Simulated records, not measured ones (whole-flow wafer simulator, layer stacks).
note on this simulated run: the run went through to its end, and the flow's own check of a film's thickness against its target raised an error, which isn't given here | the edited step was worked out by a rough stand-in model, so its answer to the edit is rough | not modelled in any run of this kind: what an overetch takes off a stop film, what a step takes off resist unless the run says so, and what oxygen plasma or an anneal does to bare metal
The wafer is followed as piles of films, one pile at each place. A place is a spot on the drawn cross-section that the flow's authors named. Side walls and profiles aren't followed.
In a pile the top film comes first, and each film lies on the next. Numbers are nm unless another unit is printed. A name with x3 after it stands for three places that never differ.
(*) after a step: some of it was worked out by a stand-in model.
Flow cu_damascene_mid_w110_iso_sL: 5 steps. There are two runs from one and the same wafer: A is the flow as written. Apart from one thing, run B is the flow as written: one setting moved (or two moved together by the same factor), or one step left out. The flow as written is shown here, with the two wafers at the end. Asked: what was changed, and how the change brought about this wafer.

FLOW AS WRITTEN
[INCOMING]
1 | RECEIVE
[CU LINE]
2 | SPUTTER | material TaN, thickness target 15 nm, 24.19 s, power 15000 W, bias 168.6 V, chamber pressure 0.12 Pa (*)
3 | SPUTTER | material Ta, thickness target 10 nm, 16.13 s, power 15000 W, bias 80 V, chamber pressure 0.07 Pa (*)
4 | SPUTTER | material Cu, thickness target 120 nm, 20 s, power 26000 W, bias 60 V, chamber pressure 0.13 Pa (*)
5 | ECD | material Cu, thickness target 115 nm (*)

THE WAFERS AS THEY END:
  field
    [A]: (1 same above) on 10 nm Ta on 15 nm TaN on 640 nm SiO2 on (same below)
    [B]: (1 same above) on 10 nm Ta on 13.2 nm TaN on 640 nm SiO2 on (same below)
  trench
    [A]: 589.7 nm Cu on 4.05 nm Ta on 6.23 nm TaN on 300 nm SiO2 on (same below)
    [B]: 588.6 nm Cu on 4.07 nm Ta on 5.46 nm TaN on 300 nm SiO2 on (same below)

What caused this: step 2, SPUTTER: power 13160 W was run, whereas the flow has power 15000 W.

Step by step, how the change led to this:
  2 | SPUTTER | material TaN, thickness target 15 nm, 24.19 s, power 15000 W, bias 168.6 V, chamber pressure 0.12 Pa (*)
      field: A TaN gains 15 (new film) | B TaN gains 13.2 (new film)
      trench: A TaN gains 6.23 (new film) | B TaN gains 5.46 (new film)
